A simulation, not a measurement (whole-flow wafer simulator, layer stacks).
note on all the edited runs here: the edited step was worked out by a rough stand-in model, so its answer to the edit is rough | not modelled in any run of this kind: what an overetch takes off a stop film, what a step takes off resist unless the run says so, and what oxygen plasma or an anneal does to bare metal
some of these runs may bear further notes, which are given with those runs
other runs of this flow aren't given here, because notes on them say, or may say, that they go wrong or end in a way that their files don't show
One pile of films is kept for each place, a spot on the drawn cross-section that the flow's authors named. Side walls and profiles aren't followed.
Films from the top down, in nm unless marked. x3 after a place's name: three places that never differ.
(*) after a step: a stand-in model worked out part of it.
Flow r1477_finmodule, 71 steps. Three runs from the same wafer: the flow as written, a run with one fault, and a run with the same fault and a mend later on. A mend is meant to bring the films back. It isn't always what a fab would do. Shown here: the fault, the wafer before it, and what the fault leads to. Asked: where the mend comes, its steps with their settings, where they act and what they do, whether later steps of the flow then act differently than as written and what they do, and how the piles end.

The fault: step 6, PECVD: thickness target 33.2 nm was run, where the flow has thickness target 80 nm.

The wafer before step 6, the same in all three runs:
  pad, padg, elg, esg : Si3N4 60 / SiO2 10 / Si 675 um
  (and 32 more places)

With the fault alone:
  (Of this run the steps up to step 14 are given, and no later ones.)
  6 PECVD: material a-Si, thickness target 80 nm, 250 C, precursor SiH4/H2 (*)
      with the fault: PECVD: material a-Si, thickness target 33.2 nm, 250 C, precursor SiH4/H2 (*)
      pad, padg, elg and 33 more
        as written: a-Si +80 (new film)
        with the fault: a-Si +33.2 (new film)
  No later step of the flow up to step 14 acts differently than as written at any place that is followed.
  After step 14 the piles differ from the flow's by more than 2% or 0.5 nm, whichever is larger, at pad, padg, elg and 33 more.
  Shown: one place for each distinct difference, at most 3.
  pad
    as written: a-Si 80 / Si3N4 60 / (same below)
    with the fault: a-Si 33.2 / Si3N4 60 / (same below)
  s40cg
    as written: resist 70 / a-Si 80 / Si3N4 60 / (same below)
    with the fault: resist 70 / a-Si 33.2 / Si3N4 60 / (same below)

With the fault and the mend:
  The mend comes after step 7.
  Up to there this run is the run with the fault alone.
  7a ETCH: chemistry tmah, depth target 38.18 nm
      pad, padg, elg and 33 more
        a-Si -33.2 (all of it)
  7b PECVD: material a-Si, thickness target 80 nm, 250 C, precursor SiH4/H2 (*) (the flow's step 6 once more)
      pad, padg, elg and 33 more
        a-Si +80 (new film)
  No later step of the flow acts differently than as written at any place that is followed.
  At the end the piles are the same as the flow's at every place that both follow.
